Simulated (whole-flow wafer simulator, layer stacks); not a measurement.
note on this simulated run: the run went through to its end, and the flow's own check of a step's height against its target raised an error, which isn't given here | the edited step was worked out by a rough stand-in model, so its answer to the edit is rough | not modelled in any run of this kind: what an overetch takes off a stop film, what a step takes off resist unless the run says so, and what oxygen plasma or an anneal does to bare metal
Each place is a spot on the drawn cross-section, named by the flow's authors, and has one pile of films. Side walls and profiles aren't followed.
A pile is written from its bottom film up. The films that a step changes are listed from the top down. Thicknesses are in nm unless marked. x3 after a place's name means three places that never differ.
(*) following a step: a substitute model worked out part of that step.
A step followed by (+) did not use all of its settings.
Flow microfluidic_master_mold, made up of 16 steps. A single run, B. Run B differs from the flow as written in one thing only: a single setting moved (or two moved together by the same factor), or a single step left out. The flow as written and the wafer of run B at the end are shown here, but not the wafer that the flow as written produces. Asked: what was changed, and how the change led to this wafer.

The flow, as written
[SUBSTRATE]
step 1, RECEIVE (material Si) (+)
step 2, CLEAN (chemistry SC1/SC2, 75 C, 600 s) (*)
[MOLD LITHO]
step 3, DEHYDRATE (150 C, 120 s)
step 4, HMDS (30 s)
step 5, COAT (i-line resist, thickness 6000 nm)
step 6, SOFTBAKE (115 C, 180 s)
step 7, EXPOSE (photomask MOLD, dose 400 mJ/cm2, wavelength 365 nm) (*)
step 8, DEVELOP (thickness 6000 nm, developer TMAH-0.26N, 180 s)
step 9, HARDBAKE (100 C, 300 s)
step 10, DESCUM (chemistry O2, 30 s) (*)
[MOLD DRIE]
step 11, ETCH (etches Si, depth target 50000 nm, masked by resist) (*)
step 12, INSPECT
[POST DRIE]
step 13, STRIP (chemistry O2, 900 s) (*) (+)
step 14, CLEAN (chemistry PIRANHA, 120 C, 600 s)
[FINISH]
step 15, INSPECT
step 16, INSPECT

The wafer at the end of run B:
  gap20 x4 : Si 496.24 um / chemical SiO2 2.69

Cause: step 11, ETCH: depth target 28750 nm was run, though the flow has depth target 50000 nm.

Step by step, how the change led to this:
  step 11, ETCH (etches Si, depth target 50000 nm, masked by resist) (*)
      gap20 x4: -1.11 chemical SiO2 (all of it), -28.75 um Si (as written it would have been: -1.11 chemical SiO2 (all of it), -50 um Si)
      ridge: -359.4 i-line resist (as written it would have been: -625 i-line resist)
  step 13, STRIP (chemistry O2, 900 s) (*) (+)
      ridge: -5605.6 i-line resist (all of it), +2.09 chemical SiO2, -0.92 Si (as written it would have been: -5339.9 i-line resist (all of it), +2.09 chemical SiO2, -0.92 Si)
